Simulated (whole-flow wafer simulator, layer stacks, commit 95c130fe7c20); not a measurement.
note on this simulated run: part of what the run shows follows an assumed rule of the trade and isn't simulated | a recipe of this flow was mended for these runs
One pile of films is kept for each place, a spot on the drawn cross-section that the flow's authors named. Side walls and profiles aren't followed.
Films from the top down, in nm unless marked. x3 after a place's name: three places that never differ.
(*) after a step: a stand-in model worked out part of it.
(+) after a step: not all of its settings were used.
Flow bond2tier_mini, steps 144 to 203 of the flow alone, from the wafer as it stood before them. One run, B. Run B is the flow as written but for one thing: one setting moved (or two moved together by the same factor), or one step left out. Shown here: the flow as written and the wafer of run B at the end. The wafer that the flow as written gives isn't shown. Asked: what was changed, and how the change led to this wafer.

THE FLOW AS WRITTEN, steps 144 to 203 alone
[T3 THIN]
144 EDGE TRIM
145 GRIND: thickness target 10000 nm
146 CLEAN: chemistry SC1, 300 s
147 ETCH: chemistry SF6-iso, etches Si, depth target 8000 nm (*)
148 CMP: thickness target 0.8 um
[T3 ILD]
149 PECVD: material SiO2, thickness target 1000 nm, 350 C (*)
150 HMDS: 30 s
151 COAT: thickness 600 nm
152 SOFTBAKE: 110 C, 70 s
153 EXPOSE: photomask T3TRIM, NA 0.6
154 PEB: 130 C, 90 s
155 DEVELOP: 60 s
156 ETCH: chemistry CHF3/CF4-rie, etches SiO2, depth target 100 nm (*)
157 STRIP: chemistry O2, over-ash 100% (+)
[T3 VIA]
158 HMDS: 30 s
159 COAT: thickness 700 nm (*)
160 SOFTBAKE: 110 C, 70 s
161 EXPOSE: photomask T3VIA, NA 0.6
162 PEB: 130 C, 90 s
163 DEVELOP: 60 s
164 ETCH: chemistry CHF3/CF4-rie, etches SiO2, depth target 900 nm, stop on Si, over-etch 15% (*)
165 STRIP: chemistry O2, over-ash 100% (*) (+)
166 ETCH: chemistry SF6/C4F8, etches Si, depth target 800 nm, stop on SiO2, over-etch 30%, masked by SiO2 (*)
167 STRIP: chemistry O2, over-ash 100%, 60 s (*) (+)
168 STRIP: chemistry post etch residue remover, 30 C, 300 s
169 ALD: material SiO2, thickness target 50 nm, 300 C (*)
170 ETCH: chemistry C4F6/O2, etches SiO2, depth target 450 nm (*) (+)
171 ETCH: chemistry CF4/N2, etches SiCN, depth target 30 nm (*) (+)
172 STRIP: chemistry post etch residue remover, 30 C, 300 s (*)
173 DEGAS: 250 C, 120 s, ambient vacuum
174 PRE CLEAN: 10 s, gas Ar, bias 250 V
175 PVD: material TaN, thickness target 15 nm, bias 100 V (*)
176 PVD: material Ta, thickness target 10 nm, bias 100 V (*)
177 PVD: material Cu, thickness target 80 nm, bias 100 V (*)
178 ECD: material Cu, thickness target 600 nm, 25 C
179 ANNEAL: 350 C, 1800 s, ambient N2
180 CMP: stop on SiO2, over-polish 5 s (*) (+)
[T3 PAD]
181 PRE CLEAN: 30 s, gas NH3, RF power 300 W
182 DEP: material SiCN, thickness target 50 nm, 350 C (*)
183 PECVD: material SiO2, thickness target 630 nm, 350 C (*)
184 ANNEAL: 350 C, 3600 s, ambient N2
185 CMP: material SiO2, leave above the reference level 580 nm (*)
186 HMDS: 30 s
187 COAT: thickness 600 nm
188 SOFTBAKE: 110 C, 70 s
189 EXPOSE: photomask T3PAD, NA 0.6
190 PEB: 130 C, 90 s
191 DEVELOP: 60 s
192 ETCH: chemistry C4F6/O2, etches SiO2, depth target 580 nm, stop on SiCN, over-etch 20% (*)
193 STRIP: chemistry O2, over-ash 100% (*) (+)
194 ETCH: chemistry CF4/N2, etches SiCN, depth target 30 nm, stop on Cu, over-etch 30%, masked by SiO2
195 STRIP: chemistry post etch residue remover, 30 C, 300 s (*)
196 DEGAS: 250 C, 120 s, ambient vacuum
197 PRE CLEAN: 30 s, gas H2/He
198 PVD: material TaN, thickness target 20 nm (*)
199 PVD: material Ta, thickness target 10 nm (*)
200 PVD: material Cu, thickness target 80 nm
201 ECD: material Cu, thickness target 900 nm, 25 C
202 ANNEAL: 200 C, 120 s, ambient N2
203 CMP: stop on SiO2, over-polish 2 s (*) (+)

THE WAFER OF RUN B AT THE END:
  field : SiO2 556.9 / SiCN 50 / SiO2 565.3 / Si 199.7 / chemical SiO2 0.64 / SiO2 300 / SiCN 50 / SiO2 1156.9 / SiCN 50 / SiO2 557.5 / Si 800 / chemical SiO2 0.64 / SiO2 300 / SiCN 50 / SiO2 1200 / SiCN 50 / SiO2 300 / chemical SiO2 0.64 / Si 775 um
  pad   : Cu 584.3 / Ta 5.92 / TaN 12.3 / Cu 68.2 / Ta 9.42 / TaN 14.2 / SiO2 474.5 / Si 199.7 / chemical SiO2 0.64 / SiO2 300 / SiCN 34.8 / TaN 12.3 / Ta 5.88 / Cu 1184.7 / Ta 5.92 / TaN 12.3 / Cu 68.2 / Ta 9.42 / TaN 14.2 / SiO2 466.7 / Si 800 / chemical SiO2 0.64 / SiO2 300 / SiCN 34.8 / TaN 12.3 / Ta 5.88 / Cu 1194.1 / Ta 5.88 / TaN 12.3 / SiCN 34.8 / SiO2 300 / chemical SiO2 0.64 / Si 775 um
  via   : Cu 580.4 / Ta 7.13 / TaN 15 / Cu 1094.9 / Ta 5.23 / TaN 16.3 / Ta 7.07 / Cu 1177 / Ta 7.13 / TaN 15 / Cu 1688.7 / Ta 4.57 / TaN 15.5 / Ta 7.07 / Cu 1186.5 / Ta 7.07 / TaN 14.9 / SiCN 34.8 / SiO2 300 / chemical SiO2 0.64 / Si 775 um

The cause: step 147, ETCH: depth target 9800 nm was run, where the flow has depth target 8000 nm.

How the change led to this, step by step:
  147 ETCH: chemistry SF6-iso, etches Si, depth target 8000 nm (*)
      field, pad, via: chemical SiO2 -0.6 (all of it), Si -9800 (as written it would be: chemical SiO2 -0.6 (all of it), Si -8000)
  148 CMP: thickness target 0.8 um
      field, pad, via: nothing (as written it would be: Si -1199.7)
  166 ETCH: chemistry SF6/C4F8, etches Si, depth target 800 nm, stop on SiO2, over-etch 30%, masked by SiO2 (*)
      field, pad: SiO2 -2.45 (as written it would be: SiO2 -10.3)
      via: Si -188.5 (all of it), chemical SiO2 -0.64 (all of it), SiO2 -7.87 (as written it would be: Si -788.8 (all of it), chemical SiO2 -0.64 (all of it), SiO2 -1.87)
  170 ETCH: chemistry C4F6/O2, etches SiO2, depth target 450 nm (*) (+)
      via: SiO2 -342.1 (all of it), SiCN -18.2 (as written it would be: SiO2 -348.1 (all of it), SiCN -17.2)
  171 ETCH: chemistry CF4/N2, etches SiCN, depth target 30 nm (*) (+)
      via: SiCN -16.6 (all of it), TaN -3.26 (as written it would be: SiCN -17.6 (all of it), TaN -3.01)
  175 PVD: material TaN, thickness target 15 nm, bias 100 V (*)
      via: TaN +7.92 (as written it would be: TaN +6.94)
  176 PVD: material Ta, thickness target 10 nm, bias 100 V (*)
      via: Ta +5.23 (new film) (as written it would be: Ta +4.57 (new film))
  177 PVD: material Cu, thickness target 80 nm, bias 100 V (*)
      via: Cu +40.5 (new film) (as written it would be: Cu +35 (new film))
  178 ECD: material Cu, thickness target 600 nm, 25 C
      via: Cu +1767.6 (as written it would be: Cu +2367)
